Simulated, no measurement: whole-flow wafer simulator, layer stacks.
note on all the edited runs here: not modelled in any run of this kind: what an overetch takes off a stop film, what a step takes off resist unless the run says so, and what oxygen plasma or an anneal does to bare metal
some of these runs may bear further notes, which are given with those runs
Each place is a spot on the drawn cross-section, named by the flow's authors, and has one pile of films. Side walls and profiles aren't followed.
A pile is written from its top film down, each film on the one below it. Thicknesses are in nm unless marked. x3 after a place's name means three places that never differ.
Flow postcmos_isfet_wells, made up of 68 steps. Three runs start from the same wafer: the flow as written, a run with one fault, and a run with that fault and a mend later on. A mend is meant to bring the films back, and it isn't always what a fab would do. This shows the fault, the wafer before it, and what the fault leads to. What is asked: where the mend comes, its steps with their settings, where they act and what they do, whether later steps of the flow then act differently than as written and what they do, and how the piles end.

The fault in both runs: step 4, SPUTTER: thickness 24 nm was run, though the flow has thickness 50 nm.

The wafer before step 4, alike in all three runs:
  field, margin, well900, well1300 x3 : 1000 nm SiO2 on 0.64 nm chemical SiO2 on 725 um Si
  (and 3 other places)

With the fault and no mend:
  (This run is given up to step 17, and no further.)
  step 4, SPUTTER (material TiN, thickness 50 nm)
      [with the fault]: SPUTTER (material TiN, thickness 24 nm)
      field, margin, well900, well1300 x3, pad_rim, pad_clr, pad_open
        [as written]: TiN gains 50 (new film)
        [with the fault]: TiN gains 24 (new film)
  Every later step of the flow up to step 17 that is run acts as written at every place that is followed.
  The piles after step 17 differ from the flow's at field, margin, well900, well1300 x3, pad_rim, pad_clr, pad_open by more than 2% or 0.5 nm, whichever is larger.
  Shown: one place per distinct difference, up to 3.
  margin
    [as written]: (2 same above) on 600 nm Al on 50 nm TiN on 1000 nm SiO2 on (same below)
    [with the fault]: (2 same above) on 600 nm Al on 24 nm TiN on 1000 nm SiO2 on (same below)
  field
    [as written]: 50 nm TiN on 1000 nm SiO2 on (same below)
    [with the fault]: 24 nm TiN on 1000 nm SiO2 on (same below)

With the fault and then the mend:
  The mend stands after step 4.
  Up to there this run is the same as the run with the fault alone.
  step 4a, ETCH (chemistry peroxide tin strip, depth target 27.6 nm)
      field, margin, well900, well1300 x3, pad_rim, pad_clr, pad_open
        TiN loses 24 (all of it)
  step 4b, SPUTTER (material TiN, thickness 50 nm) (the flow's step 4 again)
      field, margin, well900, well1300 x3, pad_rim, pad_clr, pad_open
        TiN gains 50 (new film)
  Every later step of the flow that is run acts as written at every place that is followed.
  By the end, the piles equal the flow's at every place that both follow.
